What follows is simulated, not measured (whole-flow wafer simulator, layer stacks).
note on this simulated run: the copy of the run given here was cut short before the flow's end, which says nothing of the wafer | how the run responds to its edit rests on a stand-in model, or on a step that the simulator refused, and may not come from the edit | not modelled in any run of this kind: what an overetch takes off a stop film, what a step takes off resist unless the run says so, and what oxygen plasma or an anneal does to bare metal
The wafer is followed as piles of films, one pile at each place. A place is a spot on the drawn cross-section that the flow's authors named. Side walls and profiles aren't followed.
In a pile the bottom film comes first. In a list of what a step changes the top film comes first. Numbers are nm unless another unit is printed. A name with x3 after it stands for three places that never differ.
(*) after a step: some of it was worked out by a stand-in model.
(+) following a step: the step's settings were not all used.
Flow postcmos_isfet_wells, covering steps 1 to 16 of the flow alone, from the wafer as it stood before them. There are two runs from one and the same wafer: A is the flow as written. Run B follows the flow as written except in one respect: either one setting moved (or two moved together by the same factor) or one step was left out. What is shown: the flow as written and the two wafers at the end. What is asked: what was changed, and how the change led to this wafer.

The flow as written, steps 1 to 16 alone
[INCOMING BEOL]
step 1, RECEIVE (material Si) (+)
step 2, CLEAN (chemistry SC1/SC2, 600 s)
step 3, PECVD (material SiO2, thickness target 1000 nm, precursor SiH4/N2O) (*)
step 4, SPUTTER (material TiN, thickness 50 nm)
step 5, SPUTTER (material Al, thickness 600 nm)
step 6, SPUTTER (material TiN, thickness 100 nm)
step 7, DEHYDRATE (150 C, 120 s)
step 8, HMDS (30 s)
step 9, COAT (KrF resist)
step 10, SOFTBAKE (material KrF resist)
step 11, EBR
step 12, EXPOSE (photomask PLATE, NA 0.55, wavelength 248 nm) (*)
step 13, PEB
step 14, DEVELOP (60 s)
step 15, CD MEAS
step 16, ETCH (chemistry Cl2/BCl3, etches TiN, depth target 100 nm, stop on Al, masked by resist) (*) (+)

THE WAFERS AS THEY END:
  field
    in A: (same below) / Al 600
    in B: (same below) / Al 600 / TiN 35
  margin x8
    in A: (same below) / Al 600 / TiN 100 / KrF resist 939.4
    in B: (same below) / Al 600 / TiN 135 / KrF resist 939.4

The reason: step 6, SPUTTER: thickness 135 nm was run, while the flow as written has thickness 100 nm.
The wafer lets one read it off: margin x8 has TiN 135, and step 6 as written asks for 100 nm.

The path from the change to this, step by step:
  step 6, SPUTTER (material TiN, thickness 100 nm)
      field, margin x8: A TiN gains 100 (new film) | B TiN gains 135 (new film)
  step 16, ETCH (chemistry Cl2/BCl3, etches TiN, depth target 100 nm, stop on Al, masked by resist) (*) (+)
      field: A TiN loses 100 (all of it) | B TiN loses 100
